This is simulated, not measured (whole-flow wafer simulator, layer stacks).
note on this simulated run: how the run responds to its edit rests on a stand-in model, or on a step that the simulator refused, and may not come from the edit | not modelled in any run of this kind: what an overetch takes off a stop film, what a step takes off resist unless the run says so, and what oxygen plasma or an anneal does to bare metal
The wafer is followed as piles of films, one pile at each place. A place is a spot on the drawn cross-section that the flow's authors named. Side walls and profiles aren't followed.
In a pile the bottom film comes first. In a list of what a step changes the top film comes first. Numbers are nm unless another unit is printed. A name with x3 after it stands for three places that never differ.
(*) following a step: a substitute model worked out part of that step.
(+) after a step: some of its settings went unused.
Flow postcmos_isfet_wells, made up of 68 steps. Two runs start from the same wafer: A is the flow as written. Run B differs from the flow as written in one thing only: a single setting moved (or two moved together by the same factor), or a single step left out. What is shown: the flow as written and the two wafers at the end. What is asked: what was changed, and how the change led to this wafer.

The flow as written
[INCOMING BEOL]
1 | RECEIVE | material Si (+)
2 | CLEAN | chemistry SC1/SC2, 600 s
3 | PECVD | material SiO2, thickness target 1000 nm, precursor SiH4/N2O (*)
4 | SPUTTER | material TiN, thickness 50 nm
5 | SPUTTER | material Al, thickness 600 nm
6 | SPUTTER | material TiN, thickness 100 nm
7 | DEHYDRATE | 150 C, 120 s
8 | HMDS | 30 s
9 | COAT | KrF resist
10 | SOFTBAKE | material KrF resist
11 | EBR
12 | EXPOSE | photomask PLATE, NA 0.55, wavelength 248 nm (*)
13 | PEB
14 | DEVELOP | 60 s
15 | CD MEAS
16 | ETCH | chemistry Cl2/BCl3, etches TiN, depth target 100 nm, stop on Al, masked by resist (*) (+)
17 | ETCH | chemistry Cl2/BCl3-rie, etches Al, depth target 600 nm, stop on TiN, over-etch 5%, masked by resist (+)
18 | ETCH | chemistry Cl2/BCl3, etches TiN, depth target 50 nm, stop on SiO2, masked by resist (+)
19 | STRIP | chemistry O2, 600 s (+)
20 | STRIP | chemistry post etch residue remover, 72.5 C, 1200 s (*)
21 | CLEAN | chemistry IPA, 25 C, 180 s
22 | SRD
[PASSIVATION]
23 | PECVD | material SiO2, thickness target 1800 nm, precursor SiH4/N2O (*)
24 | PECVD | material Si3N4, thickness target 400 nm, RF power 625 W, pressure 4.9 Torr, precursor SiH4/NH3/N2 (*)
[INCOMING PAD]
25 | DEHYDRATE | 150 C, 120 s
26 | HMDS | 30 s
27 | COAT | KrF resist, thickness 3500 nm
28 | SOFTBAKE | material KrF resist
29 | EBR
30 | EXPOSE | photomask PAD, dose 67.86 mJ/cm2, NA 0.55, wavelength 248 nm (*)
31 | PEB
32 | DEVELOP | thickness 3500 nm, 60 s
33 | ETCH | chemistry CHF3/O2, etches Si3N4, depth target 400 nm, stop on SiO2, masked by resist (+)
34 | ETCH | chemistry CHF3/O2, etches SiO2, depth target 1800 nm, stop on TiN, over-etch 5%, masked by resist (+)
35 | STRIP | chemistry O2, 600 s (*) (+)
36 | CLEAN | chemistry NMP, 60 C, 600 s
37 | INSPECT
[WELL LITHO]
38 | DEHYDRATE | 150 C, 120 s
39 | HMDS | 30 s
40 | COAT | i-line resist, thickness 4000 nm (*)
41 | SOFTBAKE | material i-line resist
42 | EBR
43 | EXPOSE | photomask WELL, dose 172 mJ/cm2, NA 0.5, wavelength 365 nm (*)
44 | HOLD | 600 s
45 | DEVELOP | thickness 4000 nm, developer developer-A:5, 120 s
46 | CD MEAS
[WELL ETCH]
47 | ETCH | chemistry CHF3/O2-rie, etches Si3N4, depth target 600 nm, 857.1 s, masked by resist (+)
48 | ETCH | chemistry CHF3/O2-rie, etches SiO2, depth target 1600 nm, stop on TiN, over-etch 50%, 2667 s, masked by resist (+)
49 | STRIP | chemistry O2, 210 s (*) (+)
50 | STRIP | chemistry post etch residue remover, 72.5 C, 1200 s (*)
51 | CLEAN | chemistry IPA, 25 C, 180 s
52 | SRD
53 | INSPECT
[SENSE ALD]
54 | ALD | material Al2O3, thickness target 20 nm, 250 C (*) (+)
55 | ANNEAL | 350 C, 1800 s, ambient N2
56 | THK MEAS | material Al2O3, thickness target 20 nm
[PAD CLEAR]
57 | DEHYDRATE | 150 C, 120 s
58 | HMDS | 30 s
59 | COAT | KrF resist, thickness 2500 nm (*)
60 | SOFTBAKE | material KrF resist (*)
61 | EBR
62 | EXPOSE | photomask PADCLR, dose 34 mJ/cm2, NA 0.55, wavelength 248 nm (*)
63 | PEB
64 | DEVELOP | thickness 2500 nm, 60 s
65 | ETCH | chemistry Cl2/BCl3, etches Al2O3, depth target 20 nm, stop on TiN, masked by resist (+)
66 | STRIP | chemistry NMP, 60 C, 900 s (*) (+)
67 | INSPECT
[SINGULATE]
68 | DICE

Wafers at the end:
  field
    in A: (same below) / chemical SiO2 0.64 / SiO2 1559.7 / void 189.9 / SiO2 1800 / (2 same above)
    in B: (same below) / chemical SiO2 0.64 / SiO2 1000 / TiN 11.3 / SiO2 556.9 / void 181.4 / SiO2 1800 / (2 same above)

Cause: step 18, ETCH: depth target 38.3 nm was run, though the flow has depth target 50 nm.

Step by step, how the change led to this:
  18 | ETCH | chemistry Cl2/BCl3, etches TiN, depth target 50 nm, stop on SiO2, masked by resist (+)
      field: A -50 TiN (all of it) | B -38.3 TiN
      margin, well900, well1300, well2000, well3000, pad_rim, pad_clr, pad_open: A -20 KrF resist | B -15.3 KrF resist
  23 | PECVD | material SiO2, thickness target 1800 nm, precursor SiH4/N2O (*)
      field: A +1800 SiO2 (new film), +189.9 void (new film), +559.7 SiO2 | B +1800 SiO2 (new film), +181.4 void (new film), +556.9 SiO2 (new film)
With metal films that touch counted as one body, field has 1 body; the flow as written gives 0 bodies.
